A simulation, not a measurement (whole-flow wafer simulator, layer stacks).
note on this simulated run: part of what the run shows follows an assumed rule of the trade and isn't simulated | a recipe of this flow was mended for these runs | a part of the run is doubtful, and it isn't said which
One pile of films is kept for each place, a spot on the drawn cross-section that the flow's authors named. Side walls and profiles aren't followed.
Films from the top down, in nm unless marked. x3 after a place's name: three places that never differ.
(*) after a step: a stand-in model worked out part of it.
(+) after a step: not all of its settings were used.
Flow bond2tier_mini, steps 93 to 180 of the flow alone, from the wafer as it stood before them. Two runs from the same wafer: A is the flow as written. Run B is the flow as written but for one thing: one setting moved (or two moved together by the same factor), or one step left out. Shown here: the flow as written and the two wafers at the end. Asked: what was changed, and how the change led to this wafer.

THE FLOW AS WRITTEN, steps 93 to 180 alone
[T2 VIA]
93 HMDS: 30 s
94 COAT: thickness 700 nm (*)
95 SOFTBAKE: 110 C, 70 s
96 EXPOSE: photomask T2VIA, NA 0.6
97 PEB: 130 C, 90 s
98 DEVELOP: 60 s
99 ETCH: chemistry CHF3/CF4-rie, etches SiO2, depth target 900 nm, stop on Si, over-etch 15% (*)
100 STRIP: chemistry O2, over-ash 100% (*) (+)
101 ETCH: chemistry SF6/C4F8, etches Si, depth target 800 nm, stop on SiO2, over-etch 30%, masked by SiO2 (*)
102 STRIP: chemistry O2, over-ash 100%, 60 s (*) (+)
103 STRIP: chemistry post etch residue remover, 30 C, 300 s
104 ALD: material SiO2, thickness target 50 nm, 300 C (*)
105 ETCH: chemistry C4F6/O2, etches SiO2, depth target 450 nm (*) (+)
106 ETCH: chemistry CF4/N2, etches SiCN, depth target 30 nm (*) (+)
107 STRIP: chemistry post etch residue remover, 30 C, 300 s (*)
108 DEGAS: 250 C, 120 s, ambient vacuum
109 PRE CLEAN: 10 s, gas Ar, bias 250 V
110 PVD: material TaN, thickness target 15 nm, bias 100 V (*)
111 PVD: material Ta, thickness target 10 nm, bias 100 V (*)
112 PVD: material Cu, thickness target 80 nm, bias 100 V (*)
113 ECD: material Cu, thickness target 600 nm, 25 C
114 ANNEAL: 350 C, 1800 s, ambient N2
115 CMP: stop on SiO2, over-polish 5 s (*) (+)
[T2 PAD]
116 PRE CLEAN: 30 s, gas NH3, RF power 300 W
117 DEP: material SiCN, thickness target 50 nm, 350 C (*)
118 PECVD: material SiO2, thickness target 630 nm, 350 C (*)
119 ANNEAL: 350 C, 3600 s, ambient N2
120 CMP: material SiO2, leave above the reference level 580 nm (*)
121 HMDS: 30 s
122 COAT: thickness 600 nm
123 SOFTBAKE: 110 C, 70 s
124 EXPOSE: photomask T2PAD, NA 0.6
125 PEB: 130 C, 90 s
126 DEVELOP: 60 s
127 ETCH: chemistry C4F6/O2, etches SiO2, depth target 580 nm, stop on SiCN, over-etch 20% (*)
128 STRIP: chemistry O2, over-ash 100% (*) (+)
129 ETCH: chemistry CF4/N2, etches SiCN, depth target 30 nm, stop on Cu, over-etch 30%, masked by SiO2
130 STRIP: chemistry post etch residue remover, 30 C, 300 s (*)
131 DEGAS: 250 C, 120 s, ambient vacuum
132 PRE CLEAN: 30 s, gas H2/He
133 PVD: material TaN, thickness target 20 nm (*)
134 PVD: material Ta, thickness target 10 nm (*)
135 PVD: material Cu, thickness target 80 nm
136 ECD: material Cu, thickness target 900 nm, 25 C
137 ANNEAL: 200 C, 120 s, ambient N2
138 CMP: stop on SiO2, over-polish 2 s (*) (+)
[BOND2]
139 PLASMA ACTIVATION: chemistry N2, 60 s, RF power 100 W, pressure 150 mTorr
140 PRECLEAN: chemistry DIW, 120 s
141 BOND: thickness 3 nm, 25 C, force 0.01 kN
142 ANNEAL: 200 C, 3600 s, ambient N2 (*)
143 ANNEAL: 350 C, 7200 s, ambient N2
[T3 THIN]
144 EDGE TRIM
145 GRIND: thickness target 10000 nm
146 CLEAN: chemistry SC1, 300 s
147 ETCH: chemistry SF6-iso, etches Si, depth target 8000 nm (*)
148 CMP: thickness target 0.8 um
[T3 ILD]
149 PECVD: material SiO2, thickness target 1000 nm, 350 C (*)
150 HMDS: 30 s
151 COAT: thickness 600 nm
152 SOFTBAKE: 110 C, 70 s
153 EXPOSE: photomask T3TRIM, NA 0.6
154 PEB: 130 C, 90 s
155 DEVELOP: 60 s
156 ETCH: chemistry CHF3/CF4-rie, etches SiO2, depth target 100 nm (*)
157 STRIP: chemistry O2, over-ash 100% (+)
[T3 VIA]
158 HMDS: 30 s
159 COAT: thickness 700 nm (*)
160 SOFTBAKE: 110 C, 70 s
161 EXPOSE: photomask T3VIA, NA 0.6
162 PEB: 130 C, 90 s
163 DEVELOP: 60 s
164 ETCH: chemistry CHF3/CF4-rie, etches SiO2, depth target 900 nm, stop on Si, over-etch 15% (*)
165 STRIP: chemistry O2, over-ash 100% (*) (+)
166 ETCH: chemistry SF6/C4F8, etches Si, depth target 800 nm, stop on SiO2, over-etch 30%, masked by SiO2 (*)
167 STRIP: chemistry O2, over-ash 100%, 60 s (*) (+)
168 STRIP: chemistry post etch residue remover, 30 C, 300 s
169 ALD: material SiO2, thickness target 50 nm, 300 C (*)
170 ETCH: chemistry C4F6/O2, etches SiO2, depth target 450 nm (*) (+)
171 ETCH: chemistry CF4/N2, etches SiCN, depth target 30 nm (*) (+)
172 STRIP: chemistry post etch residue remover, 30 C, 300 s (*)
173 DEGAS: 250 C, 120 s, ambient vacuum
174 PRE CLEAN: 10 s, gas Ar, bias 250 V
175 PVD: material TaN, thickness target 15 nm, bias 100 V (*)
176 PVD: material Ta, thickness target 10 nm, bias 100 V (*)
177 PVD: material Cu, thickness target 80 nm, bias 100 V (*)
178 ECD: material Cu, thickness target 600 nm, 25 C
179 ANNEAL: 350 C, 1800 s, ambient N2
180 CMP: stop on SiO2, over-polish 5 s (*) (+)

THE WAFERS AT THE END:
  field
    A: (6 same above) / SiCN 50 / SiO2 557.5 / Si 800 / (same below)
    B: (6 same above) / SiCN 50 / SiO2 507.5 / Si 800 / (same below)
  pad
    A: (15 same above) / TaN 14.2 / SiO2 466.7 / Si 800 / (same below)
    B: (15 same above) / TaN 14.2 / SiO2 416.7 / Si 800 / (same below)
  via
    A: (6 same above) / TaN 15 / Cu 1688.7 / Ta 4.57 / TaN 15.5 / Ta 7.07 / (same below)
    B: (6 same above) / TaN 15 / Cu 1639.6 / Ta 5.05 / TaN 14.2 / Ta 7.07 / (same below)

The cause: step 104, ALD: material SiO2, thickness target 50 nm, 300 C (*), was left out.

How the change led to this, step by step:
  105 ETCH: chemistry C4F6/O2, etches SiO2, depth target 450 nm (*) (+)
      via: A SiO2 -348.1 (all of it), SiCN -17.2 | B SiO2 -298.1 (all of it), SiCN -25.6
  106 ETCH: chemistry CF4/N2, etches SiCN, depth target 30 nm (*) (+)
      via: A SiCN -17.6 (all of it), TaN -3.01 | B SiCN -9.21 (all of it), TaN -5.07
  110 PVD: material TaN, thickness target 15 nm, bias 100 V (*)
      via: A TaN +6.94 | B TaN +7.63
  112 PVD: material Cu, thickness target 80 nm, bias 100 V (*)
      via: A Cu +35 (new film) | B Cu +39 (new film)
  113 ECD: material Cu, thickness target 600 nm, 25 C
      via: A Cu +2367 | B Cu +2313.8
